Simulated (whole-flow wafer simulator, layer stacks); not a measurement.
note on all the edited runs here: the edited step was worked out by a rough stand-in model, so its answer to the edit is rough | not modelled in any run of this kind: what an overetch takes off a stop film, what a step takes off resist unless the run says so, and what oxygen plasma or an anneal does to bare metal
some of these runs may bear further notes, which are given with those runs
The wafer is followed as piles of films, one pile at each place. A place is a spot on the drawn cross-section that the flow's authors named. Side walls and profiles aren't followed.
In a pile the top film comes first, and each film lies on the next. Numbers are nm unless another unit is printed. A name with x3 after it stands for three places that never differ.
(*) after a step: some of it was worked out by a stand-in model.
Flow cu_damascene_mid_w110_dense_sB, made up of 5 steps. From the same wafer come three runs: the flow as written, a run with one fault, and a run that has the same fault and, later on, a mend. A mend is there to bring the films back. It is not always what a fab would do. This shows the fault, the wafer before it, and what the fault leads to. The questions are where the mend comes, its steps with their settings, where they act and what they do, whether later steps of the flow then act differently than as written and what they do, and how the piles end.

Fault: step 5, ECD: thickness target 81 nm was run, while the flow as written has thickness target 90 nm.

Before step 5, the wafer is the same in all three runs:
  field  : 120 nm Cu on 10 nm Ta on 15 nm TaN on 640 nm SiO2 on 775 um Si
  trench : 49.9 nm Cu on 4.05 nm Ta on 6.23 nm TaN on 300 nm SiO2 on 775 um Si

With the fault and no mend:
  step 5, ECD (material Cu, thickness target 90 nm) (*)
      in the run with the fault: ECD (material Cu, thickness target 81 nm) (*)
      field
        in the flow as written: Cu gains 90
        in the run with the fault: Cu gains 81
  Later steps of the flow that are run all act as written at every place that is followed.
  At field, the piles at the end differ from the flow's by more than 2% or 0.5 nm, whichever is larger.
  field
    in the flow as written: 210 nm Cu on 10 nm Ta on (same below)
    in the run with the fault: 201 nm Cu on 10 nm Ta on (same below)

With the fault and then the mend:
  The mend stands after step 5.
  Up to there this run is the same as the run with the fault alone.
  step 5a, ECD (material Cu, thickness target 9 nm) (the flow's step 5 again, with other settings)
      field, trench
        Cu gains 9
  Later steps of the flow that are run all act as written at every place that is followed.
  The piles end the same as the flow's at every place that both follow.
